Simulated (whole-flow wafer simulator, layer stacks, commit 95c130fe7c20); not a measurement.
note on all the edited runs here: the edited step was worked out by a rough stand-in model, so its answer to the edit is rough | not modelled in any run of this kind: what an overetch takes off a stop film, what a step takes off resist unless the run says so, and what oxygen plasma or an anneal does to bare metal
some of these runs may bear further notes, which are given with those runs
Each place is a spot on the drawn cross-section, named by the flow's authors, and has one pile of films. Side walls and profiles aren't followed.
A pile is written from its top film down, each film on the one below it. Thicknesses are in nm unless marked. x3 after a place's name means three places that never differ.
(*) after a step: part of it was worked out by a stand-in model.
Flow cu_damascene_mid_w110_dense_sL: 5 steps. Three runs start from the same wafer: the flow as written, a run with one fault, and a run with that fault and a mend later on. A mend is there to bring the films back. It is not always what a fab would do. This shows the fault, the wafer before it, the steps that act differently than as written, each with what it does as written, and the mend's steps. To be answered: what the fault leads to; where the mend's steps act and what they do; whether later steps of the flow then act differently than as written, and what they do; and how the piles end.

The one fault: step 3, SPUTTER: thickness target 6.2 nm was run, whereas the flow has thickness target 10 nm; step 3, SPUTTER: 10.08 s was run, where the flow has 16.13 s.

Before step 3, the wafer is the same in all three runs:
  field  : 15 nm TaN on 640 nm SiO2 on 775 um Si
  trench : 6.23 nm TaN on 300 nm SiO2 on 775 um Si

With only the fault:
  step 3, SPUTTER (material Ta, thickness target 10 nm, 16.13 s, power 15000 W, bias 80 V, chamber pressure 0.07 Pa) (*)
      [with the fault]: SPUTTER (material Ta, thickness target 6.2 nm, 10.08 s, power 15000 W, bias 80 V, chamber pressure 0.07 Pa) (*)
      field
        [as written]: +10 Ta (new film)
        [with the fault]: +6.2 Ta (new film)
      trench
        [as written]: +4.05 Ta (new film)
        [with the fault]: +2.51 Ta (new film)
  Every later step of the flow that is run acts as written, at every place that is followed, to within 2% or 0.5 nm, whichever is larger.
  At field, trench, the piles at the end differ from the flow's by more than 2% or 0.5 nm, whichever is larger.
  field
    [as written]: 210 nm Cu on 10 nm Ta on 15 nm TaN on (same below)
    [with the fault]: 210 nm Cu on 6.2 nm Ta on 15 nm TaN on (same below)
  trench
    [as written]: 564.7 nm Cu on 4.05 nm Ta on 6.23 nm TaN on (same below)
    [with the fault]: 562.5 nm Cu on 2.51 nm Ta on 6.23 nm TaN on (same below)

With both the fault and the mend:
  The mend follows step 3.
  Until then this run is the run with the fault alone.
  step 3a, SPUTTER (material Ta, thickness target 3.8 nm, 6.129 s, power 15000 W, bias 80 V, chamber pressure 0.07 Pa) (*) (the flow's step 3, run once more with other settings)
      field
        +3.8 Ta
      trench
        +1.5 Ta
  Every later step of the flow that is run acts as written at every place that is followed.
  When the end is reached, the piles differ only a little from the flow's at the places that both follow, at most by 2% or 0.5 nm, whichever is larger.
